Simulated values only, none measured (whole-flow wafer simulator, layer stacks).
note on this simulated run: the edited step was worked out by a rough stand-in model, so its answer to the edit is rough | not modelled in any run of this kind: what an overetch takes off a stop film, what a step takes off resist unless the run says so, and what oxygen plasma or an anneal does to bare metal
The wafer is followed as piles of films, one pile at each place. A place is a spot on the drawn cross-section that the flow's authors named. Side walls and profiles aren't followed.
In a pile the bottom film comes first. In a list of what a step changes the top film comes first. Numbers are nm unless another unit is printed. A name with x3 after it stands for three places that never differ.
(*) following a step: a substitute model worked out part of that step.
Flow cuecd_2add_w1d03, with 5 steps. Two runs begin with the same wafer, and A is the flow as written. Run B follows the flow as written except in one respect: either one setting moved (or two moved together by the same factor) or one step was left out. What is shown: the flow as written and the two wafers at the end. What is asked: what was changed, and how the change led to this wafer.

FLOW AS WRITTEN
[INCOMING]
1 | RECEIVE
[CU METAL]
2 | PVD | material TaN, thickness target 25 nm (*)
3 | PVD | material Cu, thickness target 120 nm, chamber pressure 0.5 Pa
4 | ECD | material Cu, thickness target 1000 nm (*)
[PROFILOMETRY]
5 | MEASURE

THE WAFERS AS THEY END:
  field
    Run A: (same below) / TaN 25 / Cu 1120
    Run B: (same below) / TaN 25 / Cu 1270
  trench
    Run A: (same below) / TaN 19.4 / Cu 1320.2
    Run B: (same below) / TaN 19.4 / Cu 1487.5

The reason: step 4, ECD: thickness target 1150 nm was run, though the flow has thickness target 1000 nm.

The path from the change to this, step by step:
  4 | ECD | material Cu, thickness target 1000 nm (*)
      field: A +1000 Cu | B +1150 Cu
      trench: A +1226.8 Cu | B +1394 Cu
